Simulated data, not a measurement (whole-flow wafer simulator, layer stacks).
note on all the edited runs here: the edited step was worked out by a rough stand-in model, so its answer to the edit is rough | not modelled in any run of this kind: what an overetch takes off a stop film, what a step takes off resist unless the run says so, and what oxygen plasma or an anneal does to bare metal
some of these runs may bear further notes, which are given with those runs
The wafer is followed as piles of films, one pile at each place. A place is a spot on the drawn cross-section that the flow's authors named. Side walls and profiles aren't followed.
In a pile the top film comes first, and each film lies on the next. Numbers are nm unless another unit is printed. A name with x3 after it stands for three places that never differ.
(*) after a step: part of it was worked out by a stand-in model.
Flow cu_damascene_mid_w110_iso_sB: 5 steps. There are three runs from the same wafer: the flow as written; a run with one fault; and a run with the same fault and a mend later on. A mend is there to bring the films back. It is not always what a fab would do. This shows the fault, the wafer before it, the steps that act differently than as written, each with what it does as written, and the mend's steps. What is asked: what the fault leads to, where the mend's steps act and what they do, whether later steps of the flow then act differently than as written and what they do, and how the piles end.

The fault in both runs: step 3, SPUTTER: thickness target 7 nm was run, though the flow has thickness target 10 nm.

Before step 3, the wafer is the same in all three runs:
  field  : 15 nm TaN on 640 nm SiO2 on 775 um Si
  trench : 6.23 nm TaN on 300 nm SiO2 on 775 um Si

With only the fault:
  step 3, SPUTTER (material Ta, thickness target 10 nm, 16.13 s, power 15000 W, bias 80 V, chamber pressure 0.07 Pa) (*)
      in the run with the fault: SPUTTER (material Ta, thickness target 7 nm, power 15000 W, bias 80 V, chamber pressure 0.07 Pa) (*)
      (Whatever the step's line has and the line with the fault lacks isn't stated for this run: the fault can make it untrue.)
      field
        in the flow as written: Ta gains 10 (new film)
        in the run with the fault: Ta gains 7 (new film)
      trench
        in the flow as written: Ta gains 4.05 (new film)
        in the run with the fault: Ta gains 2.83 (new film)
  None of the later steps of the flow differs from how it acts as written, at any place that is followed, by more than 2% or 0.5 nm, whichever is larger.
  By the end, the piles at field, trench depart from the flow's by more than 2% or 0.5 nm, whichever is larger.
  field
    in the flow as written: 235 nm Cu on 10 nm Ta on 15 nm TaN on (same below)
    in the run with the fault: 235 nm Cu on 7 nm Ta on 15 nm TaN on (same below)
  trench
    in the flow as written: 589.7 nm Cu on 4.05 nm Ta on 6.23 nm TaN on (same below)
    in the run with the fault: 587.9 nm Cu on 2.83 nm Ta on 6.23 nm TaN on (same below)

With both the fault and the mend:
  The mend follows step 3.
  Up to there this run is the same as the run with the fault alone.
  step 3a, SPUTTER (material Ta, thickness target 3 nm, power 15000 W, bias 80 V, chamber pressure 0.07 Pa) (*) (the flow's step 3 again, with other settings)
      field
        Ta gains 3
      trench
        Ta gains 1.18
  None of the later steps of the flow acts differently than as written at any place that is followed.
  At the end the piles are close to the flow's at the places that both follow, differing by at most 2% or 0.5 nm, whichever is larger.
